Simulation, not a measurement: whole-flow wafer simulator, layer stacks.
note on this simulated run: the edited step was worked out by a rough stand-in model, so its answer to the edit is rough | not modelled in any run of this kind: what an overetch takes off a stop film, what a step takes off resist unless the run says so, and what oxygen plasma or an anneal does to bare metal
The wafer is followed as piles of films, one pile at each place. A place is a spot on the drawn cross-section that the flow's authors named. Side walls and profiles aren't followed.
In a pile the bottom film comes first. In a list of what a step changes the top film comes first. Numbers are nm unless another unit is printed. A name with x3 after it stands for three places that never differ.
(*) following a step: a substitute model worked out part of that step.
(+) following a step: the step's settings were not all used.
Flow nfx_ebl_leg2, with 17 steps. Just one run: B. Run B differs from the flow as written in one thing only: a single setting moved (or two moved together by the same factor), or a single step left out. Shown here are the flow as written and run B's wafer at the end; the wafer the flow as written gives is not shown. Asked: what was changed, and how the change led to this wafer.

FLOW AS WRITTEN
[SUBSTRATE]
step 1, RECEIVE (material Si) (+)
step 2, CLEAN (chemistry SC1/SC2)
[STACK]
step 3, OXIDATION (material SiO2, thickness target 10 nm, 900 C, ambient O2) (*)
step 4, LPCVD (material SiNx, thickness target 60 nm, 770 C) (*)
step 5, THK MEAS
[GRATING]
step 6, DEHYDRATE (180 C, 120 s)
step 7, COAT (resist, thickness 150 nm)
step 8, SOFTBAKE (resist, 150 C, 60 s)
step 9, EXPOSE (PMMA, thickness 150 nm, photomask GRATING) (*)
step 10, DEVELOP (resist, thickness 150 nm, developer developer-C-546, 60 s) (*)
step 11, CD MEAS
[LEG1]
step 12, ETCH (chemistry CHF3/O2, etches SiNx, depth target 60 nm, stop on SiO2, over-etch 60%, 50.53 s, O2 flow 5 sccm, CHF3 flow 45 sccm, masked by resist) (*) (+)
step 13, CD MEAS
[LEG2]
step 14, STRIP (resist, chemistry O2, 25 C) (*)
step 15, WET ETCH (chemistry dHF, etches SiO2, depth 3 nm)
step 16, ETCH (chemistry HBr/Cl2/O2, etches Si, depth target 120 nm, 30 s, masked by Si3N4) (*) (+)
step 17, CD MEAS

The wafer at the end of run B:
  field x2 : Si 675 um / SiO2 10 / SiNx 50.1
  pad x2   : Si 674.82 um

The reason: step 16, ETCH: depth target 174 nm was run, though the flow has depth target 120 nm; step 16, ETCH: 43.5 s was run, where the flow has 30 s.

The path from the change to this, step by step:
  step 16, ETCH (chemistry HBr/Cl2/O2, etches Si, depth target 120 nm, 30 s, masked by Si3N4) (*) (+)
      field x2: -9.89 SiNx (as written it would have been: -6.82 SiNx)
      pad x2: -174 Si (as written it would have been: -120 Si)
